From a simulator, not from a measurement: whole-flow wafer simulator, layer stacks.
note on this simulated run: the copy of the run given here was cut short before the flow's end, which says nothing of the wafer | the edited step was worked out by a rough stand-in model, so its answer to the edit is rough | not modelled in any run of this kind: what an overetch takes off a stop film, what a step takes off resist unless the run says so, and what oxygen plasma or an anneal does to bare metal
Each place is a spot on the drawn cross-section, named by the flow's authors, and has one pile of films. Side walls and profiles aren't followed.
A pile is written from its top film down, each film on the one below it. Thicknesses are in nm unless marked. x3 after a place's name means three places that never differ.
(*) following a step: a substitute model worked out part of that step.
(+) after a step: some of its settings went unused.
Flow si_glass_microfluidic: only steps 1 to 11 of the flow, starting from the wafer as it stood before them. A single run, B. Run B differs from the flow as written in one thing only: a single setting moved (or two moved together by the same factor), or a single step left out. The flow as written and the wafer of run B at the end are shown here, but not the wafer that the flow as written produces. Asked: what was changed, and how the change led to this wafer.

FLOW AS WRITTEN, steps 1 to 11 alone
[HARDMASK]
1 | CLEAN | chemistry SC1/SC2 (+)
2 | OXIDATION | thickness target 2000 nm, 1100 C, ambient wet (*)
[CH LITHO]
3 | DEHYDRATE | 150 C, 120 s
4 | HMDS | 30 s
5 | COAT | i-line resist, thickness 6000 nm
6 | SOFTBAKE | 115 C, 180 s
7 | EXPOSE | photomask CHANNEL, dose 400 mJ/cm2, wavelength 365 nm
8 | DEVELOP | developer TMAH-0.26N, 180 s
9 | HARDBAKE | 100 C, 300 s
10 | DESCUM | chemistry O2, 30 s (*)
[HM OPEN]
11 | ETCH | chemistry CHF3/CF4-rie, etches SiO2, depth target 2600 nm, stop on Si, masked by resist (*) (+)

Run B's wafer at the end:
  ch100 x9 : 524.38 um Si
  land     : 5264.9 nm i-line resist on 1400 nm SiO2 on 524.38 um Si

What caused this: step 2, OXIDATION: thickness target 1400 nm was run, whereas the flow has thickness target 2000 nm.
One can read it off the wafer: land has SiO2 1400, and step 2 as written asks for 2000 nm.

How this came from the change, step by step:
  2 | OXIDATION | thickness target 2000 nm, 1100 C, ambient wet (*)
      land, ch100 x9: +1400 SiO2 (new film), -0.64 chemical SiO2 (all of it), -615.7 Si (in the flow as written it would be: +2000 SiO2 (new film), -0.64 chemical SiO2 (all of it), -879.7 Si)
  11 | ETCH | chemistry CHF3/CF4-rie, etches SiO2, depth target 2600 nm, stop on Si, masked by resist (*) (+)
      ch100 x9: -1400 SiO2 (all of it) (in the flow as written it would be: -2000 SiO2 (all of it))
      land: -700 i-line resist (in the flow as written it would be: -866.7 i-line resist)
